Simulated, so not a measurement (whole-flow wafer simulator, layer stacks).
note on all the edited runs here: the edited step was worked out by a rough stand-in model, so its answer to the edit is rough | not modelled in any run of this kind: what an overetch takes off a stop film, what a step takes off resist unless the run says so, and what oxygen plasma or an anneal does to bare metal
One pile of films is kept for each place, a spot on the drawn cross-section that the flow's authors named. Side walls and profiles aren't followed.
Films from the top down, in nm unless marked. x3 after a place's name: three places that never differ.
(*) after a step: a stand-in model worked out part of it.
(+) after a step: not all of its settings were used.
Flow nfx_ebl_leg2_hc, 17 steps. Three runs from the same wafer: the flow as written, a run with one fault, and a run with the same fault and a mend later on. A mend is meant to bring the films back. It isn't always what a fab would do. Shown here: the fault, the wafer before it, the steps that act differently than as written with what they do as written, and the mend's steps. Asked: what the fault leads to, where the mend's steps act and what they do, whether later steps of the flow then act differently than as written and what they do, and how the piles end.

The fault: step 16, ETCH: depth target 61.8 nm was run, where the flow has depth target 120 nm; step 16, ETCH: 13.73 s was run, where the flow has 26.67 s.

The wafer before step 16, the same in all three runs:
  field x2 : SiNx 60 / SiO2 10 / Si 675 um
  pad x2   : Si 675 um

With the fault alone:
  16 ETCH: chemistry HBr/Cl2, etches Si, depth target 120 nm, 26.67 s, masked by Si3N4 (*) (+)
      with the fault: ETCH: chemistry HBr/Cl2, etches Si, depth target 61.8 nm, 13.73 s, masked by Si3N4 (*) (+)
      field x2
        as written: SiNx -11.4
        with the fault: SiNx -5.88
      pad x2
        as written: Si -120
        with the fault: Si -61.8
  No later step of the flow acts differently than as written at any place that is followed.
  At the end the piles differ from the flow's by more than 2% or 0.5 nm, whichever is larger, at field x2.
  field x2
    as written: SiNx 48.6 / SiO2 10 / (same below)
    with the fault: SiNx 54.1 / SiO2 10 / (same below)

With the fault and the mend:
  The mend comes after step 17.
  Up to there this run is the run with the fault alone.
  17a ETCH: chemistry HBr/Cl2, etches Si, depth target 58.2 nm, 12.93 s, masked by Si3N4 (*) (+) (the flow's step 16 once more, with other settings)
      field x2
        SiNx -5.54
      pad x2
        Si -58.2
  No later step of the flow acts differently than as written at any place that is followed.
  At the end the piles are the same as the flow's at every place that both follow.
